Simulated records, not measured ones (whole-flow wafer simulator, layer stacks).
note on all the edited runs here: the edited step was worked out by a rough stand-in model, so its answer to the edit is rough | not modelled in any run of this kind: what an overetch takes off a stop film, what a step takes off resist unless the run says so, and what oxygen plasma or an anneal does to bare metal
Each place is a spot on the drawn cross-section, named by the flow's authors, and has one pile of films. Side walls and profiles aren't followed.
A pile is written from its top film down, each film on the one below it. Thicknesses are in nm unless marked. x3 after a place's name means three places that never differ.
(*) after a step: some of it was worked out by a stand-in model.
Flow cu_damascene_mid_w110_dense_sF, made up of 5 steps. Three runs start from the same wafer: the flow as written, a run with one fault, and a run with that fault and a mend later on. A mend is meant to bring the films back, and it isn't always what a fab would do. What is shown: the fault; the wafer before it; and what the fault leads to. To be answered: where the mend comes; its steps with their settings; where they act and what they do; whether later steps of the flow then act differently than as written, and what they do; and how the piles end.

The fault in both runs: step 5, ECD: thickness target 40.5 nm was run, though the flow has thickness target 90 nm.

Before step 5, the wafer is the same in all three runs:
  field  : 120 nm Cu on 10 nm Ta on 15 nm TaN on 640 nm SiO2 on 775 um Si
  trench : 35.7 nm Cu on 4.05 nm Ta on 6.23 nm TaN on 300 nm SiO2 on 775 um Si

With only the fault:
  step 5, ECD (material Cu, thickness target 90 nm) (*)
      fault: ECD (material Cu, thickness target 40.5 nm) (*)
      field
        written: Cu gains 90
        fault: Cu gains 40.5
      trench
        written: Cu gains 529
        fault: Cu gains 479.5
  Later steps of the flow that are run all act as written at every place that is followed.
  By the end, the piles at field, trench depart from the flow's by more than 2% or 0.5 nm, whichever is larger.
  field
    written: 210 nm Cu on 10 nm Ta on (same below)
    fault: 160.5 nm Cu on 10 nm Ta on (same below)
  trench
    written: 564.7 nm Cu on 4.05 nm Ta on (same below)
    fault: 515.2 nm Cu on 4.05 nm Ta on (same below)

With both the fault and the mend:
  The mend stands after step 5.
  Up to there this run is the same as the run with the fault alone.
  step 5a, ECD (material Cu, thickness target 49.5 nm) (the flow's step 5 again, with other settings)
      field, trench
        Cu gains 49.5
  Later steps of the flow that are run all act as written at every place that is followed.
  The piles end the same as the flow's at every place that both follow.
